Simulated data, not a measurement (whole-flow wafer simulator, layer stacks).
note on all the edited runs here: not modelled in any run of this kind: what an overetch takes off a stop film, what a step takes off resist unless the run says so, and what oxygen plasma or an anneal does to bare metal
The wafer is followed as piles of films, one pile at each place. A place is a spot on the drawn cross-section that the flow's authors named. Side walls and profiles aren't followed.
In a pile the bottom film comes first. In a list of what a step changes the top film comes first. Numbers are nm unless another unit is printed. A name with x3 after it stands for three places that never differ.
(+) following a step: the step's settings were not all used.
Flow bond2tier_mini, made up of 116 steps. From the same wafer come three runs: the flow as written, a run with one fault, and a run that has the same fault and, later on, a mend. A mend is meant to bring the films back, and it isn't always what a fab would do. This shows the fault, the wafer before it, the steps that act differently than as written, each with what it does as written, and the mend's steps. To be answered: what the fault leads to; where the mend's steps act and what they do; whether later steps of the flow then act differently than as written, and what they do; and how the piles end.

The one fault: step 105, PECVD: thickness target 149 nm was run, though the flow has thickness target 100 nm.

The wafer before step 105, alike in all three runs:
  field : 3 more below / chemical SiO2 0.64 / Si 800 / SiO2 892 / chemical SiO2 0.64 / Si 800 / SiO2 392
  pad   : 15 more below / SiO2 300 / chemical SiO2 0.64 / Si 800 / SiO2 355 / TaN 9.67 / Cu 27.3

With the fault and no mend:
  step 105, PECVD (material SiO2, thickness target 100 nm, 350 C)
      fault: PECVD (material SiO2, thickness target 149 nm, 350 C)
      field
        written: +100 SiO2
        fault: +149 SiO2
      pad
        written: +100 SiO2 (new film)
        fault: +149 SiO2 (new film)
  Steps later in the flow that act otherwise than as written:
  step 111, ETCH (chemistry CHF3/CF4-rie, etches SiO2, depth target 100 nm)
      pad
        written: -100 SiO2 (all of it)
        fault: -100 SiO2
  By the end, the piles at field, pad depart from the flow's by more than 2% or 0.5 nm, whichever is larger.
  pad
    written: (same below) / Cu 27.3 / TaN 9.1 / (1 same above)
    fault: (same below) / Cu 27.3 / SiO2 49 / TaN 9.1 / (1 same above)
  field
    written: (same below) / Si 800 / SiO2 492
    fault: (same below) / Si 800 / SiO2 541

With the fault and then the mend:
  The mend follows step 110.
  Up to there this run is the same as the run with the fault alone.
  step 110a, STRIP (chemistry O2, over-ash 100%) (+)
      field
        -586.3 KrF resist (all of it)
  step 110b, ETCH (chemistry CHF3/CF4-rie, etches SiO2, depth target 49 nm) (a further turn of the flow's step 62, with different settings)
      field, pad
        -49 SiO2
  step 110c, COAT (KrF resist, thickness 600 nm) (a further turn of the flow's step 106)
      field, pad
        +600 KrF resist (new film)
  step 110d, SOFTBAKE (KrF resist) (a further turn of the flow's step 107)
      does not change any film at any place that is followed
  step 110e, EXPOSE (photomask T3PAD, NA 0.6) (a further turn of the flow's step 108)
      does not change any film at any place that is followed
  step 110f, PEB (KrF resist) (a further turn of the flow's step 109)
      does not change any film at any place that is followed
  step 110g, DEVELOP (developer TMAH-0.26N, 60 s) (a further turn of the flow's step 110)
      field
        -13.7 KrF resist
      pad
        -600 KrF resist (all of it)
  Every later step of the flow that is run acts as written at every place that is followed.
  By the end, the piles equal the flow's at every place that both follow.
